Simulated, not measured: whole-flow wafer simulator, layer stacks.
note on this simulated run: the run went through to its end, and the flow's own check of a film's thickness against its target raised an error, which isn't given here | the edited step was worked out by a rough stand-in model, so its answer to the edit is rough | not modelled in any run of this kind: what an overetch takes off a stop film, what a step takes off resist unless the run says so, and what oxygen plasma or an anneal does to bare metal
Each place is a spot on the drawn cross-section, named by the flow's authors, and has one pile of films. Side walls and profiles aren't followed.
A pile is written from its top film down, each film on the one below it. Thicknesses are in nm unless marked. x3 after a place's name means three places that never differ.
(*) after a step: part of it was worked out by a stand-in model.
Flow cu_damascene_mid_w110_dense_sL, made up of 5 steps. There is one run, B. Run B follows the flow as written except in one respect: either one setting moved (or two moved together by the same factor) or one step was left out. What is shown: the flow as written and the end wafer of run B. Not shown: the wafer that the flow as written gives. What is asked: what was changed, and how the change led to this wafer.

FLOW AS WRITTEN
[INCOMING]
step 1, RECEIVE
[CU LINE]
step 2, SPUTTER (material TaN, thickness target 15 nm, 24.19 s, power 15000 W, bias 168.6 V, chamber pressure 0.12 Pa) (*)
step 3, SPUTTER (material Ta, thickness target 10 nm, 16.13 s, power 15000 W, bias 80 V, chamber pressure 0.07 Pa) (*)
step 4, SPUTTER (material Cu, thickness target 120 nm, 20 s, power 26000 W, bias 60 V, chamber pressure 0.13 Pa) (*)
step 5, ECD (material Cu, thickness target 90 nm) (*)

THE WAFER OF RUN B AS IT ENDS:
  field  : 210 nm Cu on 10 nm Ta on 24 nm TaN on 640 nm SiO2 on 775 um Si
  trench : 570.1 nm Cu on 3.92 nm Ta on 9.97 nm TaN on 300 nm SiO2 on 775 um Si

The reason: step 2, SPUTTER: 38.7 s was run, whereas the flow has 24.19 s.

How this came from the change, step by step:
  step 2, SPUTTER (material TaN, thickness target 15 nm, 24.19 s, power 15000 W, bias 168.6 V, chamber pressure 0.12 Pa) (*)
      field: +24 TaN (new film) (as written it would have been: +15 TaN (new film))
      trench: +9.97 TaN (new film) (as written it would have been: +6.23 TaN (new film))
  step 4, SPUTTER (material Cu, thickness target 120 nm, 20 s, power 26000 W, bias 60 V, chamber pressure 0.13 Pa) (*)
      trench: +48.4 Cu (new film) (as written it would have been: +49.9 Cu (new film))
